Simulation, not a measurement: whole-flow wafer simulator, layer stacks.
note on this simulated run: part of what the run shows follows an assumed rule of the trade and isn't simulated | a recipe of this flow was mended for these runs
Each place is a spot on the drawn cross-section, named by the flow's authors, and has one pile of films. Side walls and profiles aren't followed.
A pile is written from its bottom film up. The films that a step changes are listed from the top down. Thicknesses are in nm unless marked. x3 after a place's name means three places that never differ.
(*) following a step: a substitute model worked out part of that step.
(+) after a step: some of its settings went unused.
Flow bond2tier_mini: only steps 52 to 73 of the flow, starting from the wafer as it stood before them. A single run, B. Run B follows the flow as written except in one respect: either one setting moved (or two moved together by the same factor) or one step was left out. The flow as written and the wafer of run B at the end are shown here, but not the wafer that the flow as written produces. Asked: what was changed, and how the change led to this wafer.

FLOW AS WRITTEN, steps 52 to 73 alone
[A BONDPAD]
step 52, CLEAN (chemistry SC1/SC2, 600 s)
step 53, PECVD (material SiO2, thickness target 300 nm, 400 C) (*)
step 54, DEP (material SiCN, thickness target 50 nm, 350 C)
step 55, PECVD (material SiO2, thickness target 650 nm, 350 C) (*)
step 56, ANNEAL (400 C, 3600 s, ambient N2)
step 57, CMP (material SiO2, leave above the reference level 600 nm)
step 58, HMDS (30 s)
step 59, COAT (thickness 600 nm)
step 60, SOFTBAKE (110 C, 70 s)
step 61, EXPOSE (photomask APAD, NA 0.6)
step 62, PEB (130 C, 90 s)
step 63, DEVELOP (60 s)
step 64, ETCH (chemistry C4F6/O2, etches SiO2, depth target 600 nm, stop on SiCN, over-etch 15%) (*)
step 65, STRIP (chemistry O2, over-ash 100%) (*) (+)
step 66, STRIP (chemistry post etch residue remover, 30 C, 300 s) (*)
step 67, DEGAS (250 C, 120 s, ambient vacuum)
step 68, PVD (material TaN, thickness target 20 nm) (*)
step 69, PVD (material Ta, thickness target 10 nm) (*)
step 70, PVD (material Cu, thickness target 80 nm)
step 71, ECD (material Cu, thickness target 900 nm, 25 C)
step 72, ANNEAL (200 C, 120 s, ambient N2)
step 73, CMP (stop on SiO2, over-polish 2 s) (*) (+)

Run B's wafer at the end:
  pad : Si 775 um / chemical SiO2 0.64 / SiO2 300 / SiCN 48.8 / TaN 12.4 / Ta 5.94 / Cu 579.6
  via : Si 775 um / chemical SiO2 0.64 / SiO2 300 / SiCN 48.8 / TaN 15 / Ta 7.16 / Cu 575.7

What caused this: step 64, ETCH: depth target 528 nm was run, whereas the flow has depth target 600 nm.

Step by step, how the change led to this:
  step 64, ETCH (chemistry C4F6/O2, etches SiO2, depth target 600 nm, stop on SiCN, over-etch 15%) (*)
      pad, via: -600 SiO2 (all of it), -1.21 SiCN (in the flow as written it would be: -600 SiO2 (all of it), -15.2 SiCN)
      field: -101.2 thick-KrF-resist (in the flow as written it would be: -115 thick-KrF-resist)
  step 65, STRIP (chemistry O2, over-ash 100%) (*) (+)
      field: -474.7 thick-KrF-resist (all of it) (in the flow as written it would be: -460.9 thick-KrF-resist (all of it))
